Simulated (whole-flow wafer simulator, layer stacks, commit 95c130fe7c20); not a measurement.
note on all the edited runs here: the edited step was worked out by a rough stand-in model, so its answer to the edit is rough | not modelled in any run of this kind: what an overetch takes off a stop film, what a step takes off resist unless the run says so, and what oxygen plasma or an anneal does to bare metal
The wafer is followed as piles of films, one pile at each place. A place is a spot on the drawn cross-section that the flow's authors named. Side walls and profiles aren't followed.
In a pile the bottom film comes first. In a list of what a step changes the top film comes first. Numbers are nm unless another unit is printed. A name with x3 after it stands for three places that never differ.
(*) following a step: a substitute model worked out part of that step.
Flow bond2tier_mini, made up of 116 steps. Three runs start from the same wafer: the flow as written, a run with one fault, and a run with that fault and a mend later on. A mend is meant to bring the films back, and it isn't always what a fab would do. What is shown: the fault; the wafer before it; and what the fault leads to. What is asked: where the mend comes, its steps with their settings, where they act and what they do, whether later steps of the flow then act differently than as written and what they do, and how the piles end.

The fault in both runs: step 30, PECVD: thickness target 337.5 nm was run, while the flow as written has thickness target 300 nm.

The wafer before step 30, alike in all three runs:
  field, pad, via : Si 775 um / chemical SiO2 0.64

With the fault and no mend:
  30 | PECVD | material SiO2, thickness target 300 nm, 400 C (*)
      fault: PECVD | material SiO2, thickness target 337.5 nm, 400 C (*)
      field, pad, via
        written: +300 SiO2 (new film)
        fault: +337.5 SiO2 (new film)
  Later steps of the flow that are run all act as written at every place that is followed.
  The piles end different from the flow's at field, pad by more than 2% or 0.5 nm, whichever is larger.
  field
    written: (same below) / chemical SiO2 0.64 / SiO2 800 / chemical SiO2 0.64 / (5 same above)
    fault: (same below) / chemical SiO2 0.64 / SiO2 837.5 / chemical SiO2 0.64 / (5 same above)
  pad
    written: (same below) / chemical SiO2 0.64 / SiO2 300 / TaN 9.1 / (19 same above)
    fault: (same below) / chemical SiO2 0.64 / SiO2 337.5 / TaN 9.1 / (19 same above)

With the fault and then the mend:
  The mend follows step 30.
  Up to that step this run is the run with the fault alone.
  30a | ETCH | chemistry CHF3/CF4-rie, etches SiO2, depth target 37.5 nm (the flow's step 9, run once more with other settings)
      field, pad, via
        -37.5 SiO2
  Later steps of the flow that are run all act as written at every place that is followed.
  At every place that both follow, the piles at the end match the flow's.
